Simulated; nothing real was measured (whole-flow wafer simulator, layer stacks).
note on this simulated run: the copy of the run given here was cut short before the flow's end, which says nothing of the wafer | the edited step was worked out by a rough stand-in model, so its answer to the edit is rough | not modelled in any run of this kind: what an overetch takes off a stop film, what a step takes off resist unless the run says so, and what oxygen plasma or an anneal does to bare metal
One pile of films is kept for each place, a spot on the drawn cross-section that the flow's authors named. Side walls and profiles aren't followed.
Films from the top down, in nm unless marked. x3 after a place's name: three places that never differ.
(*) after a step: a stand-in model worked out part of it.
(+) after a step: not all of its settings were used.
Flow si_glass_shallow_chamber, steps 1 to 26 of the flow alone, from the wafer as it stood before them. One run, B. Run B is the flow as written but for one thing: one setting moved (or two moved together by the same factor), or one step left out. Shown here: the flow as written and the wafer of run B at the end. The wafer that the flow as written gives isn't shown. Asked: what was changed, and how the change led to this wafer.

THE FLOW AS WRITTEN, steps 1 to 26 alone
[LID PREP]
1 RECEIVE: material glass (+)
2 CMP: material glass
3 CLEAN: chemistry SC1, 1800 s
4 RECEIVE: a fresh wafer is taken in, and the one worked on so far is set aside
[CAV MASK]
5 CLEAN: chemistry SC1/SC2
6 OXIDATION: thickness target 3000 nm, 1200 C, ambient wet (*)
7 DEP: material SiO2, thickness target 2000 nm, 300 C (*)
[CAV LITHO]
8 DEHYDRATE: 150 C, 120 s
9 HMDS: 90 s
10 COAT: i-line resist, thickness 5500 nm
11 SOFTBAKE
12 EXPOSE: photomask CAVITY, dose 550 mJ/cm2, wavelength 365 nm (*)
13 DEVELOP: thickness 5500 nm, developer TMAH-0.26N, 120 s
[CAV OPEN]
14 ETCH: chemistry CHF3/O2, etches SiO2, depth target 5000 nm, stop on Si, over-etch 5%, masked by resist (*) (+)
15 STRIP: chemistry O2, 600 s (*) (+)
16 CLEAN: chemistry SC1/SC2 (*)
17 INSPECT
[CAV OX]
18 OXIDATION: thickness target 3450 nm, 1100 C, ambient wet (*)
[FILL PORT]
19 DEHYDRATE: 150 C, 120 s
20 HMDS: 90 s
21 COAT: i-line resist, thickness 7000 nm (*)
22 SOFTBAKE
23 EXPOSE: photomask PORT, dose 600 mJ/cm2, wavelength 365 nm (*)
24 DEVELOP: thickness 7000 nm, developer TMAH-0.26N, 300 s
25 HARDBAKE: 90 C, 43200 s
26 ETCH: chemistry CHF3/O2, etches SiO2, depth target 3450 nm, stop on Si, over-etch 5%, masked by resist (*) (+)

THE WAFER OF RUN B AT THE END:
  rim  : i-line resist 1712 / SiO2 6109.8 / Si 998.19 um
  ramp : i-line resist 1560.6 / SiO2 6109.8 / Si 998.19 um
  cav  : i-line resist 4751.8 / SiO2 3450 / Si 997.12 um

The cause: step 14, ETCH: over-etch 3.75% was run, where the flow has over-etch 5%.

How the change led to this, step by step:
  14 ETCH: chemistry CHF3/O2, etches SiO2, depth target 5000 nm, stop on Si, over-etch 5%, masked by resist (*) (+)
      cav, port: SiO2 -5000 (all of it), Si -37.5 (as written it would be: SiO2 -5000 (all of it), Si -50)
  15 STRIP: chemistry O2, 600 s (*) (+)
      rim, ramp, septum, ring: i-line resist -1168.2 (all of it) (as written it would be: i-line resist -1116.2 (all of it))
